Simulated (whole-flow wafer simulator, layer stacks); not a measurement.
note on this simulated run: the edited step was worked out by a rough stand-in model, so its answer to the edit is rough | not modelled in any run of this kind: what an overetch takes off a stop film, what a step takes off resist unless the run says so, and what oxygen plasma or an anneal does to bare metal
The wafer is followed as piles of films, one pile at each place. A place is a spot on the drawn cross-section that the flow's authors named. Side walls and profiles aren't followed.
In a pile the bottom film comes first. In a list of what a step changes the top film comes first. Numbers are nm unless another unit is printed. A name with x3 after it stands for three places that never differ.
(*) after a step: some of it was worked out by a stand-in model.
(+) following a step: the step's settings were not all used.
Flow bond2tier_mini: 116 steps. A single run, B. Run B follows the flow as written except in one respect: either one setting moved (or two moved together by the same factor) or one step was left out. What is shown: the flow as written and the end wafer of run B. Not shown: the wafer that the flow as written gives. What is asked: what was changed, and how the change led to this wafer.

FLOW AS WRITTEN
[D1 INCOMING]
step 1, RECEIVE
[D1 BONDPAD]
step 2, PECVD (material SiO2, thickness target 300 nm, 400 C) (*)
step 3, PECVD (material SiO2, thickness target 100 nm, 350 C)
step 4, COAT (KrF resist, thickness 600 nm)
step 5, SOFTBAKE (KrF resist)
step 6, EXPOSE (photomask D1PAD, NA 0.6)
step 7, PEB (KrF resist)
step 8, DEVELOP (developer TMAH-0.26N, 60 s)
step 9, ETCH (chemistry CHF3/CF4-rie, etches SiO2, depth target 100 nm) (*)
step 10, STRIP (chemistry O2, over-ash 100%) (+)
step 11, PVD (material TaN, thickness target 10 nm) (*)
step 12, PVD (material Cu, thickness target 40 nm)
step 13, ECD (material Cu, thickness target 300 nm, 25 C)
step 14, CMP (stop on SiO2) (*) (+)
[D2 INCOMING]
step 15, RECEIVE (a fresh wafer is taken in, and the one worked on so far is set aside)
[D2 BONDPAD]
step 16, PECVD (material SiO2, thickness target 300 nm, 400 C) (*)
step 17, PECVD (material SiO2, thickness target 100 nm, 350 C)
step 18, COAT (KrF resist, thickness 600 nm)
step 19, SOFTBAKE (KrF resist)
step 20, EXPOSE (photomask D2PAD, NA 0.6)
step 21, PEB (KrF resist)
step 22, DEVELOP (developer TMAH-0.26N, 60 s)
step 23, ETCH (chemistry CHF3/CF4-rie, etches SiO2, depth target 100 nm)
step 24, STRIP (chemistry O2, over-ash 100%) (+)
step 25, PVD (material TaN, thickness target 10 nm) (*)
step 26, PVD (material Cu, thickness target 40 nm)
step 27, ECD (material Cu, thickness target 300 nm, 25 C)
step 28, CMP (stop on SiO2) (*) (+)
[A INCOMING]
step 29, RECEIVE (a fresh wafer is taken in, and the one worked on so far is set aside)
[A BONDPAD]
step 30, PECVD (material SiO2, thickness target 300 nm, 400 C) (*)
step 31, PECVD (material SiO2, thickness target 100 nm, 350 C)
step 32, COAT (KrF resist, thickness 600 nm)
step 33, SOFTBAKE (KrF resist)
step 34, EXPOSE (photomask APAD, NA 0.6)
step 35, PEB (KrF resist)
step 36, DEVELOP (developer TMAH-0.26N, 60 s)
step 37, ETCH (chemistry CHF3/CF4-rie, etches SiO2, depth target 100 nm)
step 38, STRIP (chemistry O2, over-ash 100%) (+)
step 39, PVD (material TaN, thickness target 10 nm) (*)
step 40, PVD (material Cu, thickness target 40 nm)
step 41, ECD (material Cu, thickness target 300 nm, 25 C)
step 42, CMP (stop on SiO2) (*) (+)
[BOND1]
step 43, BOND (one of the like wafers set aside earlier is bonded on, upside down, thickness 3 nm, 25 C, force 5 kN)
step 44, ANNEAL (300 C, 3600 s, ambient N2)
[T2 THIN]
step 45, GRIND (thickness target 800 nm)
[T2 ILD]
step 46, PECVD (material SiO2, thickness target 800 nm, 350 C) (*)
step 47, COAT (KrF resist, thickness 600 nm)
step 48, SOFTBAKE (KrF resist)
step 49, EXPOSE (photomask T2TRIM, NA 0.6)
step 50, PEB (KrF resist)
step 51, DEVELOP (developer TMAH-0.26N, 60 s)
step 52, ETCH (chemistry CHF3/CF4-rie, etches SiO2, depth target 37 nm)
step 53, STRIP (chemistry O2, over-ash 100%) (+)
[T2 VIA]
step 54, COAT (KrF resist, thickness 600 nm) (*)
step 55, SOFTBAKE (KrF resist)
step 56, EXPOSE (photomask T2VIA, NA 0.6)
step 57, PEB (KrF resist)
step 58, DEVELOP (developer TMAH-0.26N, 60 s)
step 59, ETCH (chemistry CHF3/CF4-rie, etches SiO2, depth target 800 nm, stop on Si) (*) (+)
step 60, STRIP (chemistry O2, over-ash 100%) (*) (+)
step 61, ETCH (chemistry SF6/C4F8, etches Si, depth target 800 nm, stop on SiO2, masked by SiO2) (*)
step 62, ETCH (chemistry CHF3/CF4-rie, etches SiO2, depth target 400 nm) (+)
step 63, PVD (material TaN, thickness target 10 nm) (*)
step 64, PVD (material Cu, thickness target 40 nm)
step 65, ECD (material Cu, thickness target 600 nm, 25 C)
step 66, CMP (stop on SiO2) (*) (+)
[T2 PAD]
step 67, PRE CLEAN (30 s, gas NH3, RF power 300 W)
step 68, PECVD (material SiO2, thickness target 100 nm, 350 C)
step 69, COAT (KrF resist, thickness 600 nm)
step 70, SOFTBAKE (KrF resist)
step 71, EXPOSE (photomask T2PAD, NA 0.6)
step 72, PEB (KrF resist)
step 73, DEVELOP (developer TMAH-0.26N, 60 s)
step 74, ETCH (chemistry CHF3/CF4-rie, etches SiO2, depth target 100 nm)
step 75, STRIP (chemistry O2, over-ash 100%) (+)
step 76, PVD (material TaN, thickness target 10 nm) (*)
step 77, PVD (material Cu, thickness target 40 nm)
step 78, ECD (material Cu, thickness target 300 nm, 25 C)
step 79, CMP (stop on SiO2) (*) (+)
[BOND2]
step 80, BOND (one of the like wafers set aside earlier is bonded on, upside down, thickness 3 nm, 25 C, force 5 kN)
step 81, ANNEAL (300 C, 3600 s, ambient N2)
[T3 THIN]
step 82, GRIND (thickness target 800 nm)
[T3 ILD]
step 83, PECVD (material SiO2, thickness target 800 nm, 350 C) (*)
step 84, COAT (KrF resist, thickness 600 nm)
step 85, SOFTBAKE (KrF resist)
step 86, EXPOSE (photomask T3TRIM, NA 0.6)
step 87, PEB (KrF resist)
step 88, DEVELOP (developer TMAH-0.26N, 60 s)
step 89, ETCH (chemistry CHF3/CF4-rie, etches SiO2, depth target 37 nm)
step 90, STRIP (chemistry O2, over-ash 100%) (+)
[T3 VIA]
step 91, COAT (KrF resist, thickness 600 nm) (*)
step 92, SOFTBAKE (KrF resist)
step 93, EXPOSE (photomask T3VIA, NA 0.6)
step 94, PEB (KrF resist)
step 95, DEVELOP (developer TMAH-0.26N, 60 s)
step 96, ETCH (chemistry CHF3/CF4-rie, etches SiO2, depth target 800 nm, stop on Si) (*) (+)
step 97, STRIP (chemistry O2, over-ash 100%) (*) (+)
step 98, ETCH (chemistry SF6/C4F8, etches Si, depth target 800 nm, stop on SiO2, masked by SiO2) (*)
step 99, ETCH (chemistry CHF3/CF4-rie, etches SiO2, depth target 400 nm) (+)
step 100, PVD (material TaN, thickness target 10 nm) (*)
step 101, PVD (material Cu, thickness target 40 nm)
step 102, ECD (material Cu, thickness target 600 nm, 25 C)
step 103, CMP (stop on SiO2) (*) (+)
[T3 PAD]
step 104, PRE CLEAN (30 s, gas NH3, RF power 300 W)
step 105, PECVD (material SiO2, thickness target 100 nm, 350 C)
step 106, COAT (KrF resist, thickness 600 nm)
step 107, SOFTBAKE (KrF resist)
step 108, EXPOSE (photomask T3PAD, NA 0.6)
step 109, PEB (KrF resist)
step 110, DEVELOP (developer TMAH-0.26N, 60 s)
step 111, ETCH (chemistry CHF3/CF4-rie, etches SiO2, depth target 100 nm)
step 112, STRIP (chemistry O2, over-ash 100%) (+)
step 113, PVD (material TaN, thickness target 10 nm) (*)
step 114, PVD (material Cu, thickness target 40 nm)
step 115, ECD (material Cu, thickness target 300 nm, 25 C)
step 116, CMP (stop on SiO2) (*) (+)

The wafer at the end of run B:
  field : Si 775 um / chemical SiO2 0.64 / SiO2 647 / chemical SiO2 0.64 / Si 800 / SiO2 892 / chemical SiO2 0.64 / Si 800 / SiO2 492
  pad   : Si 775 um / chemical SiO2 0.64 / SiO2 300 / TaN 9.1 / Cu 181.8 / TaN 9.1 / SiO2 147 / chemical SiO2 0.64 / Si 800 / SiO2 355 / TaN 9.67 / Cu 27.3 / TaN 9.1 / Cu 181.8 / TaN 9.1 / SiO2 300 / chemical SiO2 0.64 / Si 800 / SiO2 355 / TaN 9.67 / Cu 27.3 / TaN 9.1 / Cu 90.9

What caused this: step 2, PECVD: thickness target 147 nm was run, whereas the flow has thickness target 300 nm.
The wafer itself shows it: pad has SiO2 147, and step 2 as written asks for 300 nm.

Step by step, how the change led to this:
  step 2, PECVD (material SiO2, thickness target 300 nm, 400 C) (*)
      field, pad, via: +147 SiO2 (new film) (as written it would have been: +300 SiO2 (new film))
  step 43, BOND (one of the like wafers set aside earlier is bonded on, upside down, thickness 3 nm, 25 C, force 5 kN)
      field: +775 um Si (new film), +0.64 chemical SiO2 (new film), +247 SiO2 (as written it would have been: +775 um Si (new film), +0.64 chemical SiO2 (new film), +400 SiO2)
      pad: +775 um Si (new film), +0.64 chemical SiO2 (new film), +147 SiO2 (new film), +9.1 TaN (new film), +90.9 Cu (as written it would have been: +775 um Si (new film), +0.64 chemical SiO2 (new film), +300 SiO2 (new film), +9.1 TaN (new film), +90.9 Cu)
      (and at 1 other place as well)
